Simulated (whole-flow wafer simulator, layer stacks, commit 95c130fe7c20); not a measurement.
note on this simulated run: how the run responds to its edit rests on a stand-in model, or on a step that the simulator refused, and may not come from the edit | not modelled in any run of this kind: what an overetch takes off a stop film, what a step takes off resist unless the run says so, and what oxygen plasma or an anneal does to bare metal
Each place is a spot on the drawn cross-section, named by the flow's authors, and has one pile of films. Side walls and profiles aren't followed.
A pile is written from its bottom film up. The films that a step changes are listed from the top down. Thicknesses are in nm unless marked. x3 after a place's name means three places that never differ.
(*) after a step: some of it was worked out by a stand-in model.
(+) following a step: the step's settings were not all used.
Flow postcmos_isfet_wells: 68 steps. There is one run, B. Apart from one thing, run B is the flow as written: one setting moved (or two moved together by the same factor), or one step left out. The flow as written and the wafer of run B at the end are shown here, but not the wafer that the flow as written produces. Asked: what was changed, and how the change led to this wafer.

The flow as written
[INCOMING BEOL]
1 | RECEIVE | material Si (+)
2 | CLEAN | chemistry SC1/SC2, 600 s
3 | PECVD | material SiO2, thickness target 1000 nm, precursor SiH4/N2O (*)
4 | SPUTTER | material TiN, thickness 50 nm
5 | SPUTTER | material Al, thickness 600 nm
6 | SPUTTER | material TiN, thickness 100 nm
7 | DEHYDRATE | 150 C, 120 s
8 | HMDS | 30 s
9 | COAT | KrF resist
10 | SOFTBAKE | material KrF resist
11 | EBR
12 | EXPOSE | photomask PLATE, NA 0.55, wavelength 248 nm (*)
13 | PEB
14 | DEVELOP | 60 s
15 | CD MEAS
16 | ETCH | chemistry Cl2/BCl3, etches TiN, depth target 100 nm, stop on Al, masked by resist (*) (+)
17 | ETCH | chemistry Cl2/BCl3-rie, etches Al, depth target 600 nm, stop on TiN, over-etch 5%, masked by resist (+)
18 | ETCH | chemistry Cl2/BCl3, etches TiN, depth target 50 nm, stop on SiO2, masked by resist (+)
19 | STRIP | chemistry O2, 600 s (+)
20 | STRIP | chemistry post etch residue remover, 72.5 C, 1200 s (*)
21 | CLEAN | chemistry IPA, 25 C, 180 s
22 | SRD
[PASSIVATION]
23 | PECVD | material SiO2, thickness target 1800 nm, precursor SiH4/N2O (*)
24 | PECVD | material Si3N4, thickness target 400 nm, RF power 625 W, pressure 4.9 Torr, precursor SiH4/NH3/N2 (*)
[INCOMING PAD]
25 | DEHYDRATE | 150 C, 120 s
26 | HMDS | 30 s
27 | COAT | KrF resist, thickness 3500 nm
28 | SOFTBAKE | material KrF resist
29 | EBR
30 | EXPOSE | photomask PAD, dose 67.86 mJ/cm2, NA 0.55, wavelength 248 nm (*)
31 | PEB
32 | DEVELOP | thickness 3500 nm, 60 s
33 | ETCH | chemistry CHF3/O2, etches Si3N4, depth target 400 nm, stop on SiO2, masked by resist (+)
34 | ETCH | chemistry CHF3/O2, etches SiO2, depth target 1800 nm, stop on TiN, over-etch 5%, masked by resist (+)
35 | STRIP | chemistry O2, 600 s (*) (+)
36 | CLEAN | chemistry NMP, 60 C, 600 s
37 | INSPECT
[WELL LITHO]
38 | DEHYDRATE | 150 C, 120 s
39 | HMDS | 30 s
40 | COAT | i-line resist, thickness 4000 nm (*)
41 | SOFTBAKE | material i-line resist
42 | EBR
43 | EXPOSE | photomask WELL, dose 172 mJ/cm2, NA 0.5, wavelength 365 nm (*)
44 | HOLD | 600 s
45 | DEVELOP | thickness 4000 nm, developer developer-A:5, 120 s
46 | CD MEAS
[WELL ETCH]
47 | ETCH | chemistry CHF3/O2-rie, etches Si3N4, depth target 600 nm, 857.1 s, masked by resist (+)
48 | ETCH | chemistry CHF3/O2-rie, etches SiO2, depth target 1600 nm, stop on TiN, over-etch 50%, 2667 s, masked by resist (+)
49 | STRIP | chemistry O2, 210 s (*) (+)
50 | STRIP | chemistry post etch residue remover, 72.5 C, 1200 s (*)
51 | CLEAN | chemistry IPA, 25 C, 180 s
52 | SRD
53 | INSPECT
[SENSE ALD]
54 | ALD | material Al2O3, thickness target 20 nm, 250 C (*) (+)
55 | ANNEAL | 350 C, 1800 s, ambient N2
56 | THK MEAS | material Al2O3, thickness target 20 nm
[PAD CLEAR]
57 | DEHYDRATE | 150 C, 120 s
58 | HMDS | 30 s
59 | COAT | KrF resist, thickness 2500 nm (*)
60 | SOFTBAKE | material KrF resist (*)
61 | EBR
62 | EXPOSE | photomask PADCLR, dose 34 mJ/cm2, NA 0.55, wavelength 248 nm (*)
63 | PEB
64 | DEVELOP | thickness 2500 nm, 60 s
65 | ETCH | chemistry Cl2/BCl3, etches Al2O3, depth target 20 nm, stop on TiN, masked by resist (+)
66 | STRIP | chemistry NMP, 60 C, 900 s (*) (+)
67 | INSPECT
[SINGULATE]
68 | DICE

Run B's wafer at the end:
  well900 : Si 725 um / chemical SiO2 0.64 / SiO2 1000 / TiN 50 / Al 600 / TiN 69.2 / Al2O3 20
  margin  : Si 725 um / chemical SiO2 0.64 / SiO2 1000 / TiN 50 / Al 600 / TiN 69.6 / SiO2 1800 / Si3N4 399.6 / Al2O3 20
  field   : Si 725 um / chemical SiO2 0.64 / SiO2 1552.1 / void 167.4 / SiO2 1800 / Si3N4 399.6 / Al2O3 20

Cause: step 6, SPUTTER: thickness 70 nm was run, while the flow as written has thickness 100 nm.

The path from the change to this, step by step:
  6 | SPUTTER | material TiN, thickness 100 nm
      field, margin, well900 and 6 more: +70 TiN (new film) (it would be, as written: +100 TiN (new film))
  16 | ETCH | chemistry Cl2/BCl3, etches TiN, depth target 100 nm, stop on Al, masked by resist (*) (+)
      field: -70 TiN (all of it) (it would be, as written: -100 TiN (all of it))
  23 | PECVD | material SiO2, thickness target 1800 nm, precursor SiH4/N2O (*)
      field: +1800 SiO2 (new film), +167.4 void (new film), +552.1 SiO2 (it would be, as written: +1800 SiO2 (new film), +189.9 void (new film), +559.7 SiO2)
